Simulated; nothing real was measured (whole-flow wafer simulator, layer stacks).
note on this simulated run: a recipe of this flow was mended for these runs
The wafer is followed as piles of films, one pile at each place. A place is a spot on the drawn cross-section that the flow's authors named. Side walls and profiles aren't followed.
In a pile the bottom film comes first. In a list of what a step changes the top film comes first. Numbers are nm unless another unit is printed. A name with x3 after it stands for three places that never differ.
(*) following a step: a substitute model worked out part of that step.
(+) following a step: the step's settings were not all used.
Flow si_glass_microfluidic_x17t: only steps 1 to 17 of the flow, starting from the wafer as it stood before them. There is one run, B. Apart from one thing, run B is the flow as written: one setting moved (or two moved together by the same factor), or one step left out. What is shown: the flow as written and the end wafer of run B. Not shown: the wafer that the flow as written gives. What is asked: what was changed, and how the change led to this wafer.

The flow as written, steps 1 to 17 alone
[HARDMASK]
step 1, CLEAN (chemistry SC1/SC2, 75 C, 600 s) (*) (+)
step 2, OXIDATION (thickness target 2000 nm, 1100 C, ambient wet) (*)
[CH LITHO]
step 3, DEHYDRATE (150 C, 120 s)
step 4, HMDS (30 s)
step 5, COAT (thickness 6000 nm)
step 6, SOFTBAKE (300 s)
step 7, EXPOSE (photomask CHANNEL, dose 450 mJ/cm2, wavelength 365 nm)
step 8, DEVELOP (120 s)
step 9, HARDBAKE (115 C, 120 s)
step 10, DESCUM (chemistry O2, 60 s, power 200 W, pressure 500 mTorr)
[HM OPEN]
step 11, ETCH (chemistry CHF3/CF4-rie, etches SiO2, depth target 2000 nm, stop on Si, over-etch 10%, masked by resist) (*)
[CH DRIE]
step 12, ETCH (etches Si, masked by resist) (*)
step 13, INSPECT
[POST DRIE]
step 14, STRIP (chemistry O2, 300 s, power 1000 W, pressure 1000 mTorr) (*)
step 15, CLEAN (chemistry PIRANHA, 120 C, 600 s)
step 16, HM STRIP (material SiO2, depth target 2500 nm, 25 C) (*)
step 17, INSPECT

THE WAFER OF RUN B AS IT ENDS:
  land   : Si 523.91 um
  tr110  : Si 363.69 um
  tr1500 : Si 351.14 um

What caused this: step 2, OXIDATION: thickness target 2466 nm was run, whereas the flow has thickness target 2000 nm.

The path from the change to this, step by step:
  step 2, OXIDATION (thickness target 2000 nm, 1100 C, ambient wet) (*)
      land, tr110, tr1500, tr15: SiO2 gains 2466 (new film), chemical SiO2 loses 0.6 (all of it), Si loses 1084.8 (as written it would have been: SiO2 gains 2000 (new film), chemical SiO2 loses 0.6 (all of it), Si loses 879.7)
  step 11, ETCH (chemistry CHF3/CF4-rie, etches SiO2, depth target 2000 nm, stop on Si, over-etch 10%, masked by resist) (*)
      tr110, tr1500, tr15: SiO2 loses 2200 (as written it would have been: SiO2 loses 2000 (all of it), Si loses 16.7)
  step 12, ETCH (etches Si, masked by resist) (*)
      tr110: SiO2 loses 266 (all of it), Si loses 160.22 um (as written it would have been: Si loses 200.12 um)
      tr1500: SiO2 loses 266 (all of it), Si loses 172.77 um (as written it would have been: Si loses 215.73 um)
      (and at 1 other place as well)
  step 16, HM STRIP (material SiO2, depth target 2500 nm, 25 C) (*)
      land: SiO2 loses 2466 (all of it) (as written it would have been: SiO2 loses 2000 (all of it))
